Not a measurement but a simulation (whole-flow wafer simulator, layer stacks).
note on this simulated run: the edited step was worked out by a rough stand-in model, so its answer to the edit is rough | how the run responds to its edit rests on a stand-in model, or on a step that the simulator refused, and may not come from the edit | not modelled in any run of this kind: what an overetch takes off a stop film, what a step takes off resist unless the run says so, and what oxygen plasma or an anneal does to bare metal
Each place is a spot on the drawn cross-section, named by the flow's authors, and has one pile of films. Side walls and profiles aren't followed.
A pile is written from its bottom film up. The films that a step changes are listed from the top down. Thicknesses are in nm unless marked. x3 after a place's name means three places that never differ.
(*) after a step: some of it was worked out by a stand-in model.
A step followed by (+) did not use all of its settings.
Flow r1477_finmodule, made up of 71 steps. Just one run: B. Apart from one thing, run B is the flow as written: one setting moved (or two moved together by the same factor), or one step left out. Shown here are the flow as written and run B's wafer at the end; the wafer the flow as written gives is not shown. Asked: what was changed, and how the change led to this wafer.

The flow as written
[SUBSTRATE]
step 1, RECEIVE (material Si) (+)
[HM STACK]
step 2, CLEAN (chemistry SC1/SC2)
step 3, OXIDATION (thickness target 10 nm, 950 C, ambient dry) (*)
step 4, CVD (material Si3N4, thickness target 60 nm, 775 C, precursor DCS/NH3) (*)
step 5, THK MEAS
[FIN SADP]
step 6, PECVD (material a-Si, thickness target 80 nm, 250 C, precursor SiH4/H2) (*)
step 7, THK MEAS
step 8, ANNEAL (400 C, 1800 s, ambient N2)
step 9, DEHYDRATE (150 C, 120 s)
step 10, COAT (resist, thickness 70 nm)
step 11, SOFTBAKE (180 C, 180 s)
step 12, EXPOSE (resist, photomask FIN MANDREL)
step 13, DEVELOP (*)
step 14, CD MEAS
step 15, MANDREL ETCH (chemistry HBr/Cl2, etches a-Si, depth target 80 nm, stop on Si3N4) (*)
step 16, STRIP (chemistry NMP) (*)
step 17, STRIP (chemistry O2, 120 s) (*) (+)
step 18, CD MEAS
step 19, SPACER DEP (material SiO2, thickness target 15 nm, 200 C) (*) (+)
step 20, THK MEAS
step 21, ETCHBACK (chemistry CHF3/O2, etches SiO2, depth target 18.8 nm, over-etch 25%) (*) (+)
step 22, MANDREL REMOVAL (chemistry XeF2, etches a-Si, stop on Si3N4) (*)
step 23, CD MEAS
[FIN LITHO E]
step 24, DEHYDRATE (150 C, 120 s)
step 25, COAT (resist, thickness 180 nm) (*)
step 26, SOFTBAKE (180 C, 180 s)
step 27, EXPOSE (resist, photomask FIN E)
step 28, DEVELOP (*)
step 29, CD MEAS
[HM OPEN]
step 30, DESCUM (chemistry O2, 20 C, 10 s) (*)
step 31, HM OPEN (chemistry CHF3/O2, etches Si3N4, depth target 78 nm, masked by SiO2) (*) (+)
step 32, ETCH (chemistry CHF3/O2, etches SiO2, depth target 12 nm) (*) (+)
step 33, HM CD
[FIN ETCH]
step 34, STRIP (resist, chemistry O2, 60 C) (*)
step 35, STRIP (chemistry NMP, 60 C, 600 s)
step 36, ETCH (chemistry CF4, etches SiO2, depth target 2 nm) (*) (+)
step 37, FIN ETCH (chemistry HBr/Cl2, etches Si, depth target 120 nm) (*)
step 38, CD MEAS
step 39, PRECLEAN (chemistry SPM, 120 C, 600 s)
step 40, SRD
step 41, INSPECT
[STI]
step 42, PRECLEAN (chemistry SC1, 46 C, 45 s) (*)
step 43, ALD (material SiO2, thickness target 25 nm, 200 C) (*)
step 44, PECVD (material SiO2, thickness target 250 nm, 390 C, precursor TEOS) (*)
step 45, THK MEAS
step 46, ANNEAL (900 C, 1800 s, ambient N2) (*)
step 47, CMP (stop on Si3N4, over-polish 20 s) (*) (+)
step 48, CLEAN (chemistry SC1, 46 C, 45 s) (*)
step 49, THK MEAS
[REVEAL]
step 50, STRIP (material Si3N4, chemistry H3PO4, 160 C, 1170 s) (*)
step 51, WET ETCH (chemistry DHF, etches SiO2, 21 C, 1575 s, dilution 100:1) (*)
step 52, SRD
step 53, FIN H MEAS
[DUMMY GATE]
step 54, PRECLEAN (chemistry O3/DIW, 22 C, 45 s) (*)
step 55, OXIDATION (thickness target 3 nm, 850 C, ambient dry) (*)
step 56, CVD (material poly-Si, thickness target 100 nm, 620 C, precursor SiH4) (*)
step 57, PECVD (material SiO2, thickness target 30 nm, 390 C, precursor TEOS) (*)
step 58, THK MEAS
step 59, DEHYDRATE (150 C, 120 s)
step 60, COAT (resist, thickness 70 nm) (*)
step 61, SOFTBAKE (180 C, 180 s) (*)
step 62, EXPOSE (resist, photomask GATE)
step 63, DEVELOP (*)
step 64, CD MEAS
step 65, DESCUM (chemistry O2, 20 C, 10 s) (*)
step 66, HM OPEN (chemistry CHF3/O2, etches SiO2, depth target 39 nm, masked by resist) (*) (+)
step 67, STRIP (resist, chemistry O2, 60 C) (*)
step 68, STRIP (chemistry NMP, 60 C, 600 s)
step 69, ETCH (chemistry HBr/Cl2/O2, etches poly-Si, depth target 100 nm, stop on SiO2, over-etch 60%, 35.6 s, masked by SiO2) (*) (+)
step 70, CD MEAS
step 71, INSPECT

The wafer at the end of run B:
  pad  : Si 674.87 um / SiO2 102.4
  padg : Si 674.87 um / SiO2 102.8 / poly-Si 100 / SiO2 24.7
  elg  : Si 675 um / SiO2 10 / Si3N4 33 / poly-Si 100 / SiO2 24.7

The reason: step 36, ETCH: depth target 0.9 nm was run, though the flow has depth target 2 nm.

How this came from the change, step by step:
  step 36, ETCH (chemistry CF4, etches SiO2, depth target 2 nm) (*) (+)
      pad, padg, esg and 19 more: -0.9 chemical SiO2 (it would be, as written: -1.45 chemical SiO2 (all of it), -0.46 Si)
      elg, e40lg, e100lg, e200lg, elo, e40lo, e100lo, e200lo: -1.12 Si3N4 (it would be, as written: -2.5 Si3N4)
      (also at 6 further places)
  step 37, FIN ETCH (chemistry HBr/Cl2, etches Si, depth target 120 nm) (*)
      pad, padg, esg and 19 more: -0.55 chemical SiO2 (all of it), -120 Si (it would be, as written: -120 Si)
  step 51, WET ETCH (chemistry DHF, etches SiO2, 21 C, 1575 s, dilution 100:1) (*)
      elg, e40lg, e100lg, e200lg, elo, e40lo, e100lo, e200lo: -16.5 SiO2 (all of it), -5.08 Si3N4 (it would be, as written: -17.8 SiO2 (all of it), -4.97 Si3N4)
